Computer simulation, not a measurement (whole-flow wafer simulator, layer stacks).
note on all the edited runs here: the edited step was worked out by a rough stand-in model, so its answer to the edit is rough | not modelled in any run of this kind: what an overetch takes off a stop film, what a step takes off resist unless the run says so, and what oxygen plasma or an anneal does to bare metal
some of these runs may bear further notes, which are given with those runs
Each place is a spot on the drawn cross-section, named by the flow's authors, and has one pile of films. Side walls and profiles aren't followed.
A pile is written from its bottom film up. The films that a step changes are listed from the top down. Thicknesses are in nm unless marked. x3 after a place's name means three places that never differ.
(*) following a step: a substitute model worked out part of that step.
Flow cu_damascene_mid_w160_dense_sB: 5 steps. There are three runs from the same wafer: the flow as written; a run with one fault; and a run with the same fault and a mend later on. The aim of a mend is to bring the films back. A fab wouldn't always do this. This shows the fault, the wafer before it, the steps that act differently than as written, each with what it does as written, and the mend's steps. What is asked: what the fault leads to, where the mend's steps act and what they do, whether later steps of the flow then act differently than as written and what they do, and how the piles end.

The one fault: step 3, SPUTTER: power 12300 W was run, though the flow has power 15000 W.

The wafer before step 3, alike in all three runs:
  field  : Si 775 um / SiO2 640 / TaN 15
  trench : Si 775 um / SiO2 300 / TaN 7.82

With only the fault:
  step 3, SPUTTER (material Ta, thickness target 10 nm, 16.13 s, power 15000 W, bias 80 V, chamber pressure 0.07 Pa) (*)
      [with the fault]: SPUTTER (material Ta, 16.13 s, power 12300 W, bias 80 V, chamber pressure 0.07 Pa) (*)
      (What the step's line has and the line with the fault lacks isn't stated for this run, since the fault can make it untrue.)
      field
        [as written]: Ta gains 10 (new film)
        [with the fault]: Ta gains 8.2 (new film)
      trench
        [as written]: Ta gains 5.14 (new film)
        [with the fault]: Ta gains 4.1 (new film)
  Later steps of the flow that are run all act as written at every place that is followed, up to a difference of at most 2% or 0.5 nm, whichever is larger.
  At field, trench, the piles at the end differ from the flow's by more than 2% or 0.5 nm, whichever is larger.
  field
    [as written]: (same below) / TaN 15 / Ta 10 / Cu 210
    [with the fault]: (same below) / TaN 15 / Ta 8.2 / Cu 210
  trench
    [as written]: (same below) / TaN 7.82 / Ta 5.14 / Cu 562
    [with the fault]: (same below) / TaN 7.82 / Ta 4.1 / Cu 561.3

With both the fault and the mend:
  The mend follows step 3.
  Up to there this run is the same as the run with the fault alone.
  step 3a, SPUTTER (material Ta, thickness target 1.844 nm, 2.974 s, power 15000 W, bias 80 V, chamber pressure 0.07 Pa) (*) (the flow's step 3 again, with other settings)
      field
        Ta gains 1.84
      trench
        Ta gains 0.93
  Later steps of the flow that are run all act as written at every place that is followed, up to a difference of at most 2% or 0.5 nm, whichever is larger.
  The piles end only slightly different from the flow's at the places that both follow, by no more than 2% or 0.5 nm, whichever is larger.
